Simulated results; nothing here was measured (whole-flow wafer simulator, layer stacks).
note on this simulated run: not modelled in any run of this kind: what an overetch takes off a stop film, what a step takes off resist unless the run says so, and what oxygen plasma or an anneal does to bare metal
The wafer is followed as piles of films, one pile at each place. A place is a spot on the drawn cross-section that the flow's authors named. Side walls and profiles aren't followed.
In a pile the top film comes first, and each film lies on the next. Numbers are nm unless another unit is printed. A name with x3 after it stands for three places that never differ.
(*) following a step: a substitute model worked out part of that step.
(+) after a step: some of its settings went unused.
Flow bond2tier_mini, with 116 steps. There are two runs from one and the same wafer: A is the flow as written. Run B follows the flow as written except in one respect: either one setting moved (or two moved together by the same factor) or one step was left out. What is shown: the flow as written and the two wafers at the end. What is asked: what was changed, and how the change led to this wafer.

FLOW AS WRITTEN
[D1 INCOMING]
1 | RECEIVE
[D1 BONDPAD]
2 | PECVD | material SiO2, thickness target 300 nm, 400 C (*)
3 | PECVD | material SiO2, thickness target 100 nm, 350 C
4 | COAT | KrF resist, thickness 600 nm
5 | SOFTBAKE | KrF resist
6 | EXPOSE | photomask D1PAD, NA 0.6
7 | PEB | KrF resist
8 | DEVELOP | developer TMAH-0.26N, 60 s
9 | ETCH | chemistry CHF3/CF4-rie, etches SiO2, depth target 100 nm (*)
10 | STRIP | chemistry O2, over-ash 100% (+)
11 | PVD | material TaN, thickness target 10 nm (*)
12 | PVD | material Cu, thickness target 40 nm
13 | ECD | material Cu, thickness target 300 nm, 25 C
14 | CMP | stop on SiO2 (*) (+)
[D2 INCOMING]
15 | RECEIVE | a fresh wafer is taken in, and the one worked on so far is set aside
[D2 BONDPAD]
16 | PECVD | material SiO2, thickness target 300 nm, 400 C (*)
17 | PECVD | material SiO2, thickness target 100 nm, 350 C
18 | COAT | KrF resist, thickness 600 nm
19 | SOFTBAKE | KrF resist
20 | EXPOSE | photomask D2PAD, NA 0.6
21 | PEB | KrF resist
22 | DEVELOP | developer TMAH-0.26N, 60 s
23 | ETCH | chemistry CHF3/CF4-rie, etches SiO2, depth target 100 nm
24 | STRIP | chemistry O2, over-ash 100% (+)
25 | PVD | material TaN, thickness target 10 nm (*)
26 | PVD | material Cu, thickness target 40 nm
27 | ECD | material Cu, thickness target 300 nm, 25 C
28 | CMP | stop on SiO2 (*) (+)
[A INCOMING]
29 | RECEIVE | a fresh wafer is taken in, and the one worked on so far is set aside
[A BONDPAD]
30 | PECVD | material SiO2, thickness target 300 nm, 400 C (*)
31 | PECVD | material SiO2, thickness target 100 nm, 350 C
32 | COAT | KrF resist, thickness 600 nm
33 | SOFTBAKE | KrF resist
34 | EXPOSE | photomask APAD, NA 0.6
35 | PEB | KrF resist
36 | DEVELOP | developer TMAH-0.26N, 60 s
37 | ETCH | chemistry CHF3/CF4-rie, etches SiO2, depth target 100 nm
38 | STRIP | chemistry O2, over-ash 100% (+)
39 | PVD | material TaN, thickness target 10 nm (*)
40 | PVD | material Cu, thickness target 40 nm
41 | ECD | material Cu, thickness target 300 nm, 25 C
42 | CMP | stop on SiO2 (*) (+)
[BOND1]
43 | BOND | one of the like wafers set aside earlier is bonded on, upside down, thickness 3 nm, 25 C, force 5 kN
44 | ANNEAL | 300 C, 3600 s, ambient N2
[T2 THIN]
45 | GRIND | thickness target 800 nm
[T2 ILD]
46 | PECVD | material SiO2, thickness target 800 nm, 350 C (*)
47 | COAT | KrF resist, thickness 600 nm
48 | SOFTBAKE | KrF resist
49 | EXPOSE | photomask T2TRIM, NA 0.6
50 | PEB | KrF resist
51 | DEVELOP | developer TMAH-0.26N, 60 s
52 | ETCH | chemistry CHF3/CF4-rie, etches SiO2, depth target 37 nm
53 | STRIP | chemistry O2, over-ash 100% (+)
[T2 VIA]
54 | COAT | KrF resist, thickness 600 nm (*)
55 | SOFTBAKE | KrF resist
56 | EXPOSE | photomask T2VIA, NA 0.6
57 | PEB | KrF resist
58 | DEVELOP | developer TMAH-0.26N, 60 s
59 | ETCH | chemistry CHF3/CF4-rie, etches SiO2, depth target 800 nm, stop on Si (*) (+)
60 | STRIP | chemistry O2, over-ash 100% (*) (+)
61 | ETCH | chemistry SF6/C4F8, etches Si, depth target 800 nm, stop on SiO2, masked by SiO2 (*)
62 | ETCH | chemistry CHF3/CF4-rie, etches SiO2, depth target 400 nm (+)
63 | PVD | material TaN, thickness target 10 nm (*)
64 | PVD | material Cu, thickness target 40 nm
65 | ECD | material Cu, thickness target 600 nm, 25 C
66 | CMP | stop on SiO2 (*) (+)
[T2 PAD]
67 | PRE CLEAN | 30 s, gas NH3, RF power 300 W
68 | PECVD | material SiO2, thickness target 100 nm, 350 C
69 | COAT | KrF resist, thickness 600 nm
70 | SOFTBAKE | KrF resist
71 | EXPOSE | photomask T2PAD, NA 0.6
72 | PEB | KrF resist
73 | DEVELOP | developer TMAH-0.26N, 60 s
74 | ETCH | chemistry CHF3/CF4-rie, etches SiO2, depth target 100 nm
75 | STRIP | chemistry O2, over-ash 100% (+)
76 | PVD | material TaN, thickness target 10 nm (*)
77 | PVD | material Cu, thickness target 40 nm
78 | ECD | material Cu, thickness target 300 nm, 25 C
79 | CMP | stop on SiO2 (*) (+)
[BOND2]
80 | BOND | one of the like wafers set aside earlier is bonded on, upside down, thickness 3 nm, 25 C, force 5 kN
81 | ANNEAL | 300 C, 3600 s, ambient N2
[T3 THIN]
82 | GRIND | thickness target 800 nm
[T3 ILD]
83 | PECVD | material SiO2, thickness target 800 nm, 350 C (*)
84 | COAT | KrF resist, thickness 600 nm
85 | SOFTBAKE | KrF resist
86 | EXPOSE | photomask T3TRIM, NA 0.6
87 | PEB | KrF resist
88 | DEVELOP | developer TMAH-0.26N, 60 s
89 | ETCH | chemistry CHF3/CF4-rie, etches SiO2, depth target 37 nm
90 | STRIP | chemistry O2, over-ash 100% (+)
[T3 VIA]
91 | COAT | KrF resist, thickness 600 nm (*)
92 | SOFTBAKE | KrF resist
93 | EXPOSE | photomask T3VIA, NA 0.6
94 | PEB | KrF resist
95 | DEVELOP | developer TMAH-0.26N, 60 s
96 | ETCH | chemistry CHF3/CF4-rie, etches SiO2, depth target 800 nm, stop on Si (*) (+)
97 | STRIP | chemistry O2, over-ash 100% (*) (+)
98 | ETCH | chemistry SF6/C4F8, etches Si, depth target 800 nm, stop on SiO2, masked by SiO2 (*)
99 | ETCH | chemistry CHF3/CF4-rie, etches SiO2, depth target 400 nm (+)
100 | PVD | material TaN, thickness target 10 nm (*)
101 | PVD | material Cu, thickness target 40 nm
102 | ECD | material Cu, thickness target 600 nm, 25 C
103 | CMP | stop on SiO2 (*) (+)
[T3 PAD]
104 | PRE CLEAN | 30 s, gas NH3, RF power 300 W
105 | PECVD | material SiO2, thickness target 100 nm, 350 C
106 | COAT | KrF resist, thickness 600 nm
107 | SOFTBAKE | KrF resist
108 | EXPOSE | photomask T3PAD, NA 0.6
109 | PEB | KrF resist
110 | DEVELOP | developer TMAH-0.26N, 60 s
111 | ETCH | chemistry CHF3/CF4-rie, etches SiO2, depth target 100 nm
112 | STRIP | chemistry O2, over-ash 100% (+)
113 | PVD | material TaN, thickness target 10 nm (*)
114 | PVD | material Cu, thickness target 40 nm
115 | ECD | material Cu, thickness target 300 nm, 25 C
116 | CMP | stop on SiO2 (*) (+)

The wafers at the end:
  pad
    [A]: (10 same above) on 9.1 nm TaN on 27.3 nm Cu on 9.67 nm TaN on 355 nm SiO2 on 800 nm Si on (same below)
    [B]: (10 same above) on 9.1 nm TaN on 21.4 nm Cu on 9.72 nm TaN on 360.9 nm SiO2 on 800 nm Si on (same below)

The reason: step 52, ETCH: depth target 31.1 nm was run, whereas the flow has depth target 37 nm.

The path from the change to this, step by step:
  52 | ETCH | chemistry CHF3/CF4-rie, etches SiO2, depth target 37 nm
      pad, via: A SiO2 loses 37 | B SiO2 loses 31.1
      field: A KrF resist loses 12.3 | B KrF resist loses 10.4
